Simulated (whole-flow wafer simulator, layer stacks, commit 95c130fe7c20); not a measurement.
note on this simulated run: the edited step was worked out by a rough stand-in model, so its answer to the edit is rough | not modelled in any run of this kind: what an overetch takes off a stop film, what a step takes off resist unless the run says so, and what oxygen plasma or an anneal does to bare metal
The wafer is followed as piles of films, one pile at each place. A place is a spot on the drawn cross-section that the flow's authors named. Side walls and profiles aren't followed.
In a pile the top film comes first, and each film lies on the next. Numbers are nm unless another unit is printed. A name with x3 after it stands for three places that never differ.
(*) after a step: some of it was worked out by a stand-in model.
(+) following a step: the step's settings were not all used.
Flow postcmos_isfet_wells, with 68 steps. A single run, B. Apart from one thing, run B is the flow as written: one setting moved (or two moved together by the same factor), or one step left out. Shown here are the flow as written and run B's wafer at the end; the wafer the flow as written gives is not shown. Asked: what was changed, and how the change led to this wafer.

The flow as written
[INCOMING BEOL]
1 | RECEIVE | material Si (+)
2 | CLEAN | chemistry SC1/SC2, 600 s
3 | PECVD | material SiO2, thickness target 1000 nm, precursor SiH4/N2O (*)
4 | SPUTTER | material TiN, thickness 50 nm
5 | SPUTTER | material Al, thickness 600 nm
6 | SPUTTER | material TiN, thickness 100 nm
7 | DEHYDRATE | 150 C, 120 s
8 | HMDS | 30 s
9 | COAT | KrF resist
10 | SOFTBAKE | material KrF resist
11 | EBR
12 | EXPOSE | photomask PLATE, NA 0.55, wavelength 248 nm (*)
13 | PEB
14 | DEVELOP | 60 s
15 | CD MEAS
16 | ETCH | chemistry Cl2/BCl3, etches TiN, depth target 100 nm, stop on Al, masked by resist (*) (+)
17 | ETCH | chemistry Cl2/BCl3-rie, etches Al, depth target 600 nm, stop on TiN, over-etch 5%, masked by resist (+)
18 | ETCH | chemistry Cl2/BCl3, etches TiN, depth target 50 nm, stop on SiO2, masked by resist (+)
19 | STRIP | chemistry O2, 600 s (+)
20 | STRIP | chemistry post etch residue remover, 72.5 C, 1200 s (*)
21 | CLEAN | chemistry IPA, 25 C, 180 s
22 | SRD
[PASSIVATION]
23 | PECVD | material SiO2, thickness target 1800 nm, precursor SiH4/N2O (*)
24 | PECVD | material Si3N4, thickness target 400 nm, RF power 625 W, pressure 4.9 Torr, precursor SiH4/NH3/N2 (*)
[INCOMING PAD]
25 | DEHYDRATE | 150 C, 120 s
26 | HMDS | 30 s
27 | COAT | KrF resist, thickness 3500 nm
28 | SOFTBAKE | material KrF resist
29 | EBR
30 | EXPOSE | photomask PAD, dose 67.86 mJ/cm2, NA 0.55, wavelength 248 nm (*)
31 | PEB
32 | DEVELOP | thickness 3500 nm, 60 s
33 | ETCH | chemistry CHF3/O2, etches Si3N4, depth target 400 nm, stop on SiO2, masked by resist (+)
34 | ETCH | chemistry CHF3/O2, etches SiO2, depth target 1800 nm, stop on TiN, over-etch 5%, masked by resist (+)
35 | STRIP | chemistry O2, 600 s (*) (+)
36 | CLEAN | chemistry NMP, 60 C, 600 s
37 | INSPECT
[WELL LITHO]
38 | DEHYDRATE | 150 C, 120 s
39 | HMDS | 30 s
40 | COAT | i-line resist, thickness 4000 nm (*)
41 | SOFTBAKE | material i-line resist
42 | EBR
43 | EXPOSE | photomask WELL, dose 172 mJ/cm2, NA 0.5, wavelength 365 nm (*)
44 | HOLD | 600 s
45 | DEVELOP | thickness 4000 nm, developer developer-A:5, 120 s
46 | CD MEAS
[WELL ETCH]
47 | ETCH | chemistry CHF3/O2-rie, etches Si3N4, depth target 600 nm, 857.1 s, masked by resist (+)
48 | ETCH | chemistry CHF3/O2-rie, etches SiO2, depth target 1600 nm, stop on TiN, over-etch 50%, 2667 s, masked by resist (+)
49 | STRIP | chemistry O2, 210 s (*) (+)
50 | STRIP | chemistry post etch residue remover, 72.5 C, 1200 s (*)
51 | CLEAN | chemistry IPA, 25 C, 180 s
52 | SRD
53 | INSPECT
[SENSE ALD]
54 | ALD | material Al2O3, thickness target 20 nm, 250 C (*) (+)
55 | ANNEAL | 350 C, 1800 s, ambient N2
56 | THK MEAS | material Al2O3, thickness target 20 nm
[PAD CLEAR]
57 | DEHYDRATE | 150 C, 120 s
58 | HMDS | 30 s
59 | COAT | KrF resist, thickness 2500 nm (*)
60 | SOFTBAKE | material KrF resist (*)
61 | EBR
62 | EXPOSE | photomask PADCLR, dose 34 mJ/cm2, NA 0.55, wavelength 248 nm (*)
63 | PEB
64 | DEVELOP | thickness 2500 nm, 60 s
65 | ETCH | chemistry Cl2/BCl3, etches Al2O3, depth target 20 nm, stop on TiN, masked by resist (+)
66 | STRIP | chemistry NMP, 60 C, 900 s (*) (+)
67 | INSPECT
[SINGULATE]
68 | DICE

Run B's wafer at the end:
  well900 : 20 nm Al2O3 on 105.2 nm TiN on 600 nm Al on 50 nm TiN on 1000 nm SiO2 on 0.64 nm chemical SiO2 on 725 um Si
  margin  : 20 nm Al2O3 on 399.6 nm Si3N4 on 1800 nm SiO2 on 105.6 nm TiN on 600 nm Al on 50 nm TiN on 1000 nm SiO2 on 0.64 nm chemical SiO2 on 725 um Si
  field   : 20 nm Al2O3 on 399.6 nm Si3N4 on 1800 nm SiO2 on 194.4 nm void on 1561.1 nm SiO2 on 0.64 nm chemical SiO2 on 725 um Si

The reason: step 6, SPUTTER: thickness 106 nm was run, while the flow as written has thickness 100 nm; step 16, ETCH: depth target 106 nm was run, where the flow has depth target 100 nm.

How this came from the change, step by step:
  6 | SPUTTER | material TiN, thickness 100 nm
      field, margin, well900 and 6 more: TiN gains 106 (new film) (it would be, as written: TiN gains 100 (new film))
  16 | ETCH | chemistry Cl2/BCl3, etches TiN, depth target 100 nm, stop on Al, masked by resist (*) (+)
      margin, well900, well1300, well2000, well3000, pad_rim, pad_clr, pad_open: KrF resist loses 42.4 (it would be, as written: KrF resist loses 40)
      field: TiN loses 106 (all of it) (it would be, as written: TiN loses 100 (all of it))
  23 | PECVD | material SiO2, thickness target 1800 nm, precursor SiH4/N2O (*)
      field: SiO2 gains 1800 (new film), void gains 194.4 (new film), SiO2 gains 561.1 (it would be, as written: SiO2 gains 1800 (new film), void gains 189.9 (new film), SiO2 gains 559.7)
